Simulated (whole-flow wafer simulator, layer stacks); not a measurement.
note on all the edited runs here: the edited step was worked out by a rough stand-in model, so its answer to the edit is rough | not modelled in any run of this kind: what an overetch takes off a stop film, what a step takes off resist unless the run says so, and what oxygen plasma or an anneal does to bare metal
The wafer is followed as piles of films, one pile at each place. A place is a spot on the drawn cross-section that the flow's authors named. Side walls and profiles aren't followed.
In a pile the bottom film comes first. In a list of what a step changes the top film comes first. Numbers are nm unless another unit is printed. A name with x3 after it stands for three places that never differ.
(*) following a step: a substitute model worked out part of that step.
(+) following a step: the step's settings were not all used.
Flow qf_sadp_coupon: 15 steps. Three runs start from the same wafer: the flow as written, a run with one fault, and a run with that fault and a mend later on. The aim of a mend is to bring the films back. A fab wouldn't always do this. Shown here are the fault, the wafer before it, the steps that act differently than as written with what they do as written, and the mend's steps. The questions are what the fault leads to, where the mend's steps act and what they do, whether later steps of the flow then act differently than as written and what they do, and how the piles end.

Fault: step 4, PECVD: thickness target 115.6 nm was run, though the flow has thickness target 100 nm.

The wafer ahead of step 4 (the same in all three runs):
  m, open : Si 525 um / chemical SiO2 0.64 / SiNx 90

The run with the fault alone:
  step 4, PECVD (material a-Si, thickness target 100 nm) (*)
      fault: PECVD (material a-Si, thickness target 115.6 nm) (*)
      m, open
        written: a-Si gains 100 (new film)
        fault: a-Si gains 115.6 (new film)
  Later steps of the flow acting differently than as written:
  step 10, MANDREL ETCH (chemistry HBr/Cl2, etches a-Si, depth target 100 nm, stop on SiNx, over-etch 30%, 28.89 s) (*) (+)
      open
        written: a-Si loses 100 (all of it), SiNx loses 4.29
        fault: a-Si loses 115.6 (all of it), SiNx loses 2.06
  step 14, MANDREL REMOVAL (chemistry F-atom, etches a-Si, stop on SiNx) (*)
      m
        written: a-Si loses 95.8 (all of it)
        fault: a-Si loses 111.4 (all of it)
  By the end, the piles at open depart from the flow's by more than 2% or 0.5 nm, whichever is larger.
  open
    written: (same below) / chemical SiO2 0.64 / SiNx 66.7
    fault: (same below) / chemical SiO2 0.64 / SiNx 68.9

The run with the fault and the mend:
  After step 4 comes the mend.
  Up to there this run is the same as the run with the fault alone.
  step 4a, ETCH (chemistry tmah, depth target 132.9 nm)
      m, open
        a-Si loses 115.6 (all of it)
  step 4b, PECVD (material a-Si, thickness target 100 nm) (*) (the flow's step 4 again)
      m, open
        a-Si gains 100 (new film)
  Every later step of the flow that is run acts as written at every place that is followed.
  By the end, the piles equal the flow's at every place that both follow.
